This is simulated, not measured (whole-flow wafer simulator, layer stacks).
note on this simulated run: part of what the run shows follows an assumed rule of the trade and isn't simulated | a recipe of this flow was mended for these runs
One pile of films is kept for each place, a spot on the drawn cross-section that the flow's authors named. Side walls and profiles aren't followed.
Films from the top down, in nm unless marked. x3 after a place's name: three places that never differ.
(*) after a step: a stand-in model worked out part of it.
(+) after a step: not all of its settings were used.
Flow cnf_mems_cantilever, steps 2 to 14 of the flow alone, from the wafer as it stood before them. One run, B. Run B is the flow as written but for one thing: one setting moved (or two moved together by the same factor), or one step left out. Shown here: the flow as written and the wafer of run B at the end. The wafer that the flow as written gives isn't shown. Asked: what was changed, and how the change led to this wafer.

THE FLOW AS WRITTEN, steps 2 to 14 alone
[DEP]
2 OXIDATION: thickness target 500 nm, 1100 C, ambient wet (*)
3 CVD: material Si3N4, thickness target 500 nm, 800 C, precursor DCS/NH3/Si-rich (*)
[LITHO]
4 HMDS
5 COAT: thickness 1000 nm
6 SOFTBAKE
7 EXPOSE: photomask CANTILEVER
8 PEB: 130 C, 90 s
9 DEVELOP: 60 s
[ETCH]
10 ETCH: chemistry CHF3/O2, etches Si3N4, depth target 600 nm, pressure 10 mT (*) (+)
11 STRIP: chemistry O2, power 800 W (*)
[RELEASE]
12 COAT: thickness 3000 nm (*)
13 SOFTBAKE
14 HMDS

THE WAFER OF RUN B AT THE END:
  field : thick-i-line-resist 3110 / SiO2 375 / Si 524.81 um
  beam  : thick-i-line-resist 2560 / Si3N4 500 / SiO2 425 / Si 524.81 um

The cause: step 2, OXIDATION: thickness target 425 nm was run, where the flow has thickness target 500 nm.
It can be read off the wafer: beam has SiO2 425, and step 2 as written asks for 500 nm.

How the change led to this, step by step:
  2 OXIDATION: thickness target 500 nm, 1100 C, ambient wet (*)
      field, beam: SiO2 +425 (new film), chemical SiO2 -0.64 (all of it), Si -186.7 (as written it would be: SiO2 +500 (new film), chemical SiO2 -0.64 (all of it), Si -219.7)
